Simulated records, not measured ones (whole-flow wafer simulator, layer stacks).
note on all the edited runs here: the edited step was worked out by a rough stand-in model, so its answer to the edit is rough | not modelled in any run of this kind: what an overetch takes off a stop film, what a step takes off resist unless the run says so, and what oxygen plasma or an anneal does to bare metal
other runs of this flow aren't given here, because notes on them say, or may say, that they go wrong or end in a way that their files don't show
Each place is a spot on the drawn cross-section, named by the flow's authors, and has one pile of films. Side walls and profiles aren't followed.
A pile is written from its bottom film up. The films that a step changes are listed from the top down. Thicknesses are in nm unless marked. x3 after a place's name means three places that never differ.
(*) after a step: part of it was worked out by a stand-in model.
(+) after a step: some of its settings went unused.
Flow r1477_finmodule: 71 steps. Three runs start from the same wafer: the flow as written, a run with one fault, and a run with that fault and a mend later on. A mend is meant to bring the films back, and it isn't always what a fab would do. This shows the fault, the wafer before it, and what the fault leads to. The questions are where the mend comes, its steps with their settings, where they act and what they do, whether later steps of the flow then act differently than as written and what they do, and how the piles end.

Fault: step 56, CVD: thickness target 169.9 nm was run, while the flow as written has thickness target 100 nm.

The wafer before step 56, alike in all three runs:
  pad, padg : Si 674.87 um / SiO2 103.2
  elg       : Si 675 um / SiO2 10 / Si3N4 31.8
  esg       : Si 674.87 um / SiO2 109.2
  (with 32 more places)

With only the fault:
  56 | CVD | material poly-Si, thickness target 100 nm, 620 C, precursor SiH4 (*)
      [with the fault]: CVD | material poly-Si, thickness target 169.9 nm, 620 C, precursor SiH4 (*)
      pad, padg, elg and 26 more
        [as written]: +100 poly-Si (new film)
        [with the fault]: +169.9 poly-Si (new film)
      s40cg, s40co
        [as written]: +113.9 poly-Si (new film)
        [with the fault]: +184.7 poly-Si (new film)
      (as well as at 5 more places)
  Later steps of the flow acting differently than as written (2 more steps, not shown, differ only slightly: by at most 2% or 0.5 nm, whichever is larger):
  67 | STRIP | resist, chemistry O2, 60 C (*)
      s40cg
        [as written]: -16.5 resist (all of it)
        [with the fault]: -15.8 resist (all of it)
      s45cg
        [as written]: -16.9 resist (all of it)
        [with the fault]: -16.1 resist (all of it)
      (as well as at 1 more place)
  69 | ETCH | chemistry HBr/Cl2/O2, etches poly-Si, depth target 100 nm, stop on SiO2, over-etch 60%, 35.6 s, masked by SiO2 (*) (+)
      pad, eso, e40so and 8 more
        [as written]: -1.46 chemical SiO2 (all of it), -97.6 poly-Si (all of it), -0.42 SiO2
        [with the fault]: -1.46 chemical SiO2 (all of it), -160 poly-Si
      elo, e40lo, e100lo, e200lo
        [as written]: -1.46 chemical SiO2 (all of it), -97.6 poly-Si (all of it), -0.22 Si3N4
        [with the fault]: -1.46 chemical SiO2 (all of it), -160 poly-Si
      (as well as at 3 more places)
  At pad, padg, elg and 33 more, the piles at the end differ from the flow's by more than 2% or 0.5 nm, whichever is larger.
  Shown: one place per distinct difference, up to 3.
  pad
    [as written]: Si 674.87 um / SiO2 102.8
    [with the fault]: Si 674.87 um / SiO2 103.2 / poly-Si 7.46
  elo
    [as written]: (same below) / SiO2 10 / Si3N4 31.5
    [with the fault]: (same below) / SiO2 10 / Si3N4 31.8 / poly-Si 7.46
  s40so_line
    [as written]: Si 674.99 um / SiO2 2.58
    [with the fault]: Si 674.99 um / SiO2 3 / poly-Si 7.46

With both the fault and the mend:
  The mend stands after step 56.
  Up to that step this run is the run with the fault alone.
  56a | ETCH | chemistry tmah, depth target 299.5 nm
      pad, padg, elg and 26 more
        -169.9 poly-Si (all of it)
      s40cg, s40co
        -184.7 poly-Si (all of it)
      s45cg, s45co
        -184.3 poly-Si (all of it)
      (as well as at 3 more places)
  56b | CLEAN | chemistry SC1, 46 C, 45 s (*) (the flow's step 48 again)
      s40sg_line, s45sg_line, s50sg_line, s40so_line, s45so_line, s50so_line
        -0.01 SiO2
  56c | CVD | material poly-Si, thickness target 100 nm, 620 C, precursor SiH4 (*) (the flow's step 56 again)
      pad, padg, elg and 26 more
        +100 poly-Si (new film)
      s40cg, s40co
        +113.9 poly-Si (new film)
      s45cg, s45co
        +113.4 poly-Si (new film)
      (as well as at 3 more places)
  None of the later steps of the flow differs from how it acts as written, at any place that is followed, by more than 2% or 0.5 nm, whichever is larger.
  The piles end only slightly different from the flow's at the places that both follow, by no more than 2% or 0.5 nm, whichever is larger.
